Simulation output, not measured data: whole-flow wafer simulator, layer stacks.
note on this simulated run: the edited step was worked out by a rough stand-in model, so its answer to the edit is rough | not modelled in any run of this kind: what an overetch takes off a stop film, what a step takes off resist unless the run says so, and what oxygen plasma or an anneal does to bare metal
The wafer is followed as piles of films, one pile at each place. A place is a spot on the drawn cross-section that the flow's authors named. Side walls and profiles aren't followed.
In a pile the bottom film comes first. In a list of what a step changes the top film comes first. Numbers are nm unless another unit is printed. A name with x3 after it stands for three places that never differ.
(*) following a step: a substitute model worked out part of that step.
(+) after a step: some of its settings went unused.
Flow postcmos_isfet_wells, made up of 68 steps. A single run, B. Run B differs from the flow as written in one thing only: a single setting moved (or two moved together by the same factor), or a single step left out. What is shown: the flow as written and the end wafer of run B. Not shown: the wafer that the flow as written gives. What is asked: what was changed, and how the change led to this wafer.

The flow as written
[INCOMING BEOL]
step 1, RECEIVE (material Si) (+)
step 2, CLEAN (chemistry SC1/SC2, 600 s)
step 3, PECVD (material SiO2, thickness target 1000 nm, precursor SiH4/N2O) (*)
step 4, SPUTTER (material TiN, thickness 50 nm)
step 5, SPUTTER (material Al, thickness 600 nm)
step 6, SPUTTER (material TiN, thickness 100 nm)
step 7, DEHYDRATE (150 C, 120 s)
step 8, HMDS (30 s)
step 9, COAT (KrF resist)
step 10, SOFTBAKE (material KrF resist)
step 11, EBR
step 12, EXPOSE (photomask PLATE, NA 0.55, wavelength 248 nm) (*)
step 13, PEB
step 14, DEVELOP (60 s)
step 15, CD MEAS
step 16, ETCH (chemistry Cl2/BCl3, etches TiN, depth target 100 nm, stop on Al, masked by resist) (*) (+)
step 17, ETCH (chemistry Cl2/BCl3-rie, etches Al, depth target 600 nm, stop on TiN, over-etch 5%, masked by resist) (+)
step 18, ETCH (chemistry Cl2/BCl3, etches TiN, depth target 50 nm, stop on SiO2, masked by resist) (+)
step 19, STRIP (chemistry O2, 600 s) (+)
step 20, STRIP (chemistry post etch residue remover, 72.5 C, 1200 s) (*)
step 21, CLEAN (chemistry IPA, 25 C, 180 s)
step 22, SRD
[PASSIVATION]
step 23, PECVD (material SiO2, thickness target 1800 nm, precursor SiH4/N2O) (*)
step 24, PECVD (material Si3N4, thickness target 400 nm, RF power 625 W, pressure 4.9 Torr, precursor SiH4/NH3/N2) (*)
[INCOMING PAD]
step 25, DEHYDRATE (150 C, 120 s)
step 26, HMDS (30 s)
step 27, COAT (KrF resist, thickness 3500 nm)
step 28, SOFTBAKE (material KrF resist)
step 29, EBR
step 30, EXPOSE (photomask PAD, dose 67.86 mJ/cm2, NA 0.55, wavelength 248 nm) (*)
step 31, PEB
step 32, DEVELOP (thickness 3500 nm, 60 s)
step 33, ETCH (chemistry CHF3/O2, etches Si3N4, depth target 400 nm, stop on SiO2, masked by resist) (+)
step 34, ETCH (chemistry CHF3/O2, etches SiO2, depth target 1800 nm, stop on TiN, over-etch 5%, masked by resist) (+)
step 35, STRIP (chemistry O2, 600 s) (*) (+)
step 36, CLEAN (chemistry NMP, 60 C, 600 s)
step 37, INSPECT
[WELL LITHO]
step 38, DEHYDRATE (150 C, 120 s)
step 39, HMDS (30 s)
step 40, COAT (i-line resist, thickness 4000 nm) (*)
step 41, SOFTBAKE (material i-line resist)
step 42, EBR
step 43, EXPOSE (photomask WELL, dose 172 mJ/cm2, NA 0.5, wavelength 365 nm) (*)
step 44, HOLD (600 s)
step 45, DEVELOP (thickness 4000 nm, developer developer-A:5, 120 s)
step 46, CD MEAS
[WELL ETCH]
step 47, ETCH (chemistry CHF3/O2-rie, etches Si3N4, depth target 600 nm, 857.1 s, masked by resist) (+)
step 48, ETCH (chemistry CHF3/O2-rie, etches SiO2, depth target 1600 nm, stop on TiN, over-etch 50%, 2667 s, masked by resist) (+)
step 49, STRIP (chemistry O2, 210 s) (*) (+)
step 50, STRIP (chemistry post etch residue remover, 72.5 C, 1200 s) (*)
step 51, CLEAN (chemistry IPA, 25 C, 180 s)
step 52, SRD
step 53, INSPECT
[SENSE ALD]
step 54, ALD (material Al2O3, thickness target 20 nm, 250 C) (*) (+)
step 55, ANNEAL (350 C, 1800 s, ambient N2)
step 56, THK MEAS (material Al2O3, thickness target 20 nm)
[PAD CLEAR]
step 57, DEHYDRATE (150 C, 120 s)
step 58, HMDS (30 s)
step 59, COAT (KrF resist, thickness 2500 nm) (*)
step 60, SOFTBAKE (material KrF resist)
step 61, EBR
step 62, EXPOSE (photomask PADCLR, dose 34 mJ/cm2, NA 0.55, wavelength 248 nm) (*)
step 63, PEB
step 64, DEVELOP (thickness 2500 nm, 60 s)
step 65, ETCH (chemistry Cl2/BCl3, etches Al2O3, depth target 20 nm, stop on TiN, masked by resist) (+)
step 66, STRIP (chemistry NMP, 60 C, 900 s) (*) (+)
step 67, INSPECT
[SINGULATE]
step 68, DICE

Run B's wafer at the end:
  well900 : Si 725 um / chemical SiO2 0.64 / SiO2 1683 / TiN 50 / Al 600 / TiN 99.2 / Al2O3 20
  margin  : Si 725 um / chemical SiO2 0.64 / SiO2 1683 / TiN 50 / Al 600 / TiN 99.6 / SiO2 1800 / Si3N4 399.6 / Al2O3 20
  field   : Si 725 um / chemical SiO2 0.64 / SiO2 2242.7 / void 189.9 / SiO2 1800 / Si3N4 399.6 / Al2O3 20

What caused this: step 3, PECVD: thickness target 1683 nm was run, whereas the flow has thickness target 1000 nm.
One can read it off the wafer: well900 has SiO2 1683, and step 3 as written asks for 1000 nm.

How this came from the change, step by step:
  step 3, PECVD (material SiO2, thickness target 1000 nm, precursor SiH4/N2O) (*)
      field, margin, well900, well1300 x3, pad_rim, pad_clr, pad_open: SiO2 gains 1683 (new film) (it would be, as written: SiO2 gains 1000 (new film))
